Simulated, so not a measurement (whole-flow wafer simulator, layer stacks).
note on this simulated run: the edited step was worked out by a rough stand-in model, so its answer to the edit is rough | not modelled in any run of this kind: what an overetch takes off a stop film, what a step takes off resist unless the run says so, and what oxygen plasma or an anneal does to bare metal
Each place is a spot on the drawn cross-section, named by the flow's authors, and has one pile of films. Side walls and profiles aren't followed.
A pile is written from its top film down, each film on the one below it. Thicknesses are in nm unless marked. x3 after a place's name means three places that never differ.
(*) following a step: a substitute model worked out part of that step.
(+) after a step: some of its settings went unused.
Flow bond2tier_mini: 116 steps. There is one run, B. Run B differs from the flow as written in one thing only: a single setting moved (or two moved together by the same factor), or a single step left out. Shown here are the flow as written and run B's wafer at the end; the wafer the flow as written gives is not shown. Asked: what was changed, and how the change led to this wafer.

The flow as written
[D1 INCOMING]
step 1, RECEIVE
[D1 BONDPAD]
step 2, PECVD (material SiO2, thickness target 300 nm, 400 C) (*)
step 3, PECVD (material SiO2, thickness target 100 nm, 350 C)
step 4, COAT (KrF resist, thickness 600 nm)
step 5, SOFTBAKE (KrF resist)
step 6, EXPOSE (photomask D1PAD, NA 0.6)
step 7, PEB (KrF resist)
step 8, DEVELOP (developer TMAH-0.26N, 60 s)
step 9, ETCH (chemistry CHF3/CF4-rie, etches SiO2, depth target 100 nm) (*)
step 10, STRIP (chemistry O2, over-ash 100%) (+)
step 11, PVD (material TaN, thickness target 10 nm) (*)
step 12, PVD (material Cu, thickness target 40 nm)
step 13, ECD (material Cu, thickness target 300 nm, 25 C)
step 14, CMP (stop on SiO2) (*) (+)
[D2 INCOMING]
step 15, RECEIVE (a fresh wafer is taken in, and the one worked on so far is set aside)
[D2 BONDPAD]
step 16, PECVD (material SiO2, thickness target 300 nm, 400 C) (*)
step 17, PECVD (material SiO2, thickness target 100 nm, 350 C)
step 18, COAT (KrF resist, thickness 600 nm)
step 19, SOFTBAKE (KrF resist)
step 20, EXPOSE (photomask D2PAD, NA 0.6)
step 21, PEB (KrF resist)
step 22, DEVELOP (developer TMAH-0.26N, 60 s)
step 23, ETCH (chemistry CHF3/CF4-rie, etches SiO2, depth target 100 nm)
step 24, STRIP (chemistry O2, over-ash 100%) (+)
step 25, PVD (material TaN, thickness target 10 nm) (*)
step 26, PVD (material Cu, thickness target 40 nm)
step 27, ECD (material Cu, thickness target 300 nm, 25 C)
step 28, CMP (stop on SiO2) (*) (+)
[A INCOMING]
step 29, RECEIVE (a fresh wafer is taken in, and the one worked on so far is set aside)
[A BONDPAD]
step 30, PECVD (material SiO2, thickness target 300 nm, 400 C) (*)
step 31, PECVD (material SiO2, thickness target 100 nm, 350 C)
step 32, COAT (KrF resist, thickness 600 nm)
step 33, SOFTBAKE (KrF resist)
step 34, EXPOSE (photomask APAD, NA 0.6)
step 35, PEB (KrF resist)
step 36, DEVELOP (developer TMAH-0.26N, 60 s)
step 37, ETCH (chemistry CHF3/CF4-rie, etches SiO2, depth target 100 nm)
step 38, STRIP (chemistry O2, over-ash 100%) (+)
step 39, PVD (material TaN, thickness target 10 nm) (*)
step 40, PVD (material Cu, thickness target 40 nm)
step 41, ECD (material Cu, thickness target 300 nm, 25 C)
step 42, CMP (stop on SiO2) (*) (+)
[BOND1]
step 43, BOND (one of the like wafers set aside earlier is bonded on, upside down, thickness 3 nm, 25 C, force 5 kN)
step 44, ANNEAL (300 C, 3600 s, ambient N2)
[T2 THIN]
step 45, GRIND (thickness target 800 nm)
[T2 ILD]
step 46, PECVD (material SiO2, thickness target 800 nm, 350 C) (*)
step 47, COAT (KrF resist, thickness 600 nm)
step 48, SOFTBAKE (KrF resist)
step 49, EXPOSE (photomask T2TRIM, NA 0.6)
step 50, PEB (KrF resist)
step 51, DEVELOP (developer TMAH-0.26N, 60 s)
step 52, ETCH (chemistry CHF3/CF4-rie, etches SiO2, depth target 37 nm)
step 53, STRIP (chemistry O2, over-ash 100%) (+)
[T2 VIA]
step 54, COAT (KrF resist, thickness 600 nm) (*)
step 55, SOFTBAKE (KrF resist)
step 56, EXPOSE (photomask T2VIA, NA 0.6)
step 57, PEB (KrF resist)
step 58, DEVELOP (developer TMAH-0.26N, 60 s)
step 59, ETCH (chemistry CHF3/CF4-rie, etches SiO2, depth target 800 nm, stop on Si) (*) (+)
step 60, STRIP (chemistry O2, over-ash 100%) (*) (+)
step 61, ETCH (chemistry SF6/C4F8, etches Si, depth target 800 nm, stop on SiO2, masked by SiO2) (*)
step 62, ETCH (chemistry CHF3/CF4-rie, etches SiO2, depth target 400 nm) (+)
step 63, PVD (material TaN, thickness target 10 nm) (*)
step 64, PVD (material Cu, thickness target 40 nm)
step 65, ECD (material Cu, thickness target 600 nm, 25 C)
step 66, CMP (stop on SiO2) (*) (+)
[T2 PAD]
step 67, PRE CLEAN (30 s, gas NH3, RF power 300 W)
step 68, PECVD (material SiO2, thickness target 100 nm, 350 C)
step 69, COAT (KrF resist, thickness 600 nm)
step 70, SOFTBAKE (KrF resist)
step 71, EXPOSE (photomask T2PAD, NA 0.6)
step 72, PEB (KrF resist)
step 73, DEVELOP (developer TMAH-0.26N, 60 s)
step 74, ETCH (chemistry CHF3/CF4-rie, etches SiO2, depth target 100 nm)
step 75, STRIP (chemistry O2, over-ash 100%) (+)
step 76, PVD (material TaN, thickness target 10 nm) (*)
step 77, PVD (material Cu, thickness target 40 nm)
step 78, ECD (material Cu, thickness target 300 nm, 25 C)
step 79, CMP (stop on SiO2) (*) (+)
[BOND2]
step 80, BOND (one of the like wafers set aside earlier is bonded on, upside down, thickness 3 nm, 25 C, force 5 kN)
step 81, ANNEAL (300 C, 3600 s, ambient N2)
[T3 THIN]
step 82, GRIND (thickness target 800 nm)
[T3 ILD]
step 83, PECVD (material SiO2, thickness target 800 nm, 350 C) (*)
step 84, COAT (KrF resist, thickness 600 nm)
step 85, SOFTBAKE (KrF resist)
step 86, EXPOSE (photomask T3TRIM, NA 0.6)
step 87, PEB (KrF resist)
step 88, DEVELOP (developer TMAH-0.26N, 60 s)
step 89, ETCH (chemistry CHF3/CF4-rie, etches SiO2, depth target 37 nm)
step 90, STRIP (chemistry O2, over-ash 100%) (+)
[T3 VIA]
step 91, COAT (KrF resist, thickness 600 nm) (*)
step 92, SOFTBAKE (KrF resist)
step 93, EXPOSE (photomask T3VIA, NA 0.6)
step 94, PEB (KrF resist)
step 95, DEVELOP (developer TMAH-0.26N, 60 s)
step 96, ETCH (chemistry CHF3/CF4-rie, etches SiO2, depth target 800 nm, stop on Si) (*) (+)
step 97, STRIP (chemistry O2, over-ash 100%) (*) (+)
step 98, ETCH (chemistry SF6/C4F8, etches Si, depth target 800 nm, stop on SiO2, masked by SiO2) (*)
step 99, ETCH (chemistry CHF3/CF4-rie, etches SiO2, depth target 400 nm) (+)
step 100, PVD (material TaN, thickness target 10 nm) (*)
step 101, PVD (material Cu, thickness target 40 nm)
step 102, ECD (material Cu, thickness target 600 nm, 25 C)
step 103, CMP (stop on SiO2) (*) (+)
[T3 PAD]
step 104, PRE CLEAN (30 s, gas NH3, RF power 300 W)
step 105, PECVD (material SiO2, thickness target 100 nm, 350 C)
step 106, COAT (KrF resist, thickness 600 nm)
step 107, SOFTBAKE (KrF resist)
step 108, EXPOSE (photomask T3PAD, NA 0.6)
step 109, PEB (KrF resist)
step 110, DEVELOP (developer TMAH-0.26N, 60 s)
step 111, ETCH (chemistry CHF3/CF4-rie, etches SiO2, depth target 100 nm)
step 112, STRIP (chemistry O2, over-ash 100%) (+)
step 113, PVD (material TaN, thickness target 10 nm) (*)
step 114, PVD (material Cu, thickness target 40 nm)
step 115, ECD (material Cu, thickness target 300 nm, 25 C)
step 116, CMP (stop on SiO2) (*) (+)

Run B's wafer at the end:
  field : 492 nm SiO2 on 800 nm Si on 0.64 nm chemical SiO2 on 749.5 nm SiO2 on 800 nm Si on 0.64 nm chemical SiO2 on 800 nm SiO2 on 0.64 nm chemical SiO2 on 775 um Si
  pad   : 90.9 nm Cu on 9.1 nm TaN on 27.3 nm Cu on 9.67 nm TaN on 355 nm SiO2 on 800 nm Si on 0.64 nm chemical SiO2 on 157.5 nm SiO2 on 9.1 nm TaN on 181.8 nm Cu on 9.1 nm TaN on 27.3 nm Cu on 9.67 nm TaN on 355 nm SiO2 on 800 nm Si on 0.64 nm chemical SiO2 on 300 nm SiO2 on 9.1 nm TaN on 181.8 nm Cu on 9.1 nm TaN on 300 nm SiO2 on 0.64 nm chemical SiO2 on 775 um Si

What caused this: step 16, PECVD: thickness target 157.5 nm was run, while the flow as written has thickness target 300 nm.
The wafer itself shows it: pad has SiO2 157.5, and step 16 as written asks for 300 nm.

Step by step, how the change led to this:
  step 16, PECVD (material SiO2, thickness target 300 nm, 400 C) (*)
      field, pad, via: SiO2 gains 157.5 (new film) (it would be, as written: SiO2 gains 300 (new film))
  step 80, BOND (one of the like wafers set aside earlier is bonded on, upside down, thickness 3 nm, 25 C, force 5 kN)
      field: Si gains 775 um (new film), chemical SiO2 gains 0.64 (new film), SiO2 gains 257.5 (it would be, as written: Si gains 775 um (new film), chemical SiO2 gains 0.64 (new film), SiO2 gains 400)
      pad: Si gains 775 um (new film), chemical SiO2 gains 0.64 (new film), SiO2 gains 157.5 (new film), TaN gains 9.1 (new film), Cu gains 90.9 (it would be, as written: Si gains 775 um (new film), chemical SiO2 gains 0.64 (new film), SiO2 gains 300 (new film), TaN gains 9.1 (new film), Cu gains 90.9)
